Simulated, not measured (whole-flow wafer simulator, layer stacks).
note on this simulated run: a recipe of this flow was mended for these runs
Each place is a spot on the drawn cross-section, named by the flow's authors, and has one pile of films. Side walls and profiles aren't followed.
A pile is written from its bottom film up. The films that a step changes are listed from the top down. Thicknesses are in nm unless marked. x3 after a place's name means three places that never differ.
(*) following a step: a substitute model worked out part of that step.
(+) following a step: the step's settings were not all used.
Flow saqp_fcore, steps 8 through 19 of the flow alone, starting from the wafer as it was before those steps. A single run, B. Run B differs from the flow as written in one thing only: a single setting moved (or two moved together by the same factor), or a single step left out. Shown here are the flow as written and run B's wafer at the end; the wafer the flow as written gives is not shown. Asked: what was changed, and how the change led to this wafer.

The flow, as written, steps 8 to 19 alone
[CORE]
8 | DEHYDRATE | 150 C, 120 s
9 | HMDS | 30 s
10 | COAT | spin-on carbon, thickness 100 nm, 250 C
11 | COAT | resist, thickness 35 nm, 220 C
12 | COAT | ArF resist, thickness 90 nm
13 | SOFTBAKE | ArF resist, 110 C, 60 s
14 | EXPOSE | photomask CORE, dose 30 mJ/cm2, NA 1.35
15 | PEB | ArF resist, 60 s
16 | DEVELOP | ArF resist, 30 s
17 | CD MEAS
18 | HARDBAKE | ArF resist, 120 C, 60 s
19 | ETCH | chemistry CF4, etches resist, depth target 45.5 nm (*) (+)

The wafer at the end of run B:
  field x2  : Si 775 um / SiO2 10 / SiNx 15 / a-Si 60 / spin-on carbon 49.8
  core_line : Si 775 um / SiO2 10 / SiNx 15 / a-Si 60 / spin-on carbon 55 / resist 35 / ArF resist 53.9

Cause: step 10, COAT: thickness 55 nm was run, while the flow as written has thickness 100 nm.
One can read it off the wafer: core_line has spin-on carbon 55, and step 10 as written asks for 100 nm.

How this came from the change, step by step:
  10 | COAT | spin-on carbon, thickness 100 nm, 250 C
      field x2, core_line: +55 spin-on carbon (new film) (as written it would have been: +100 spin-on carbon (new film))
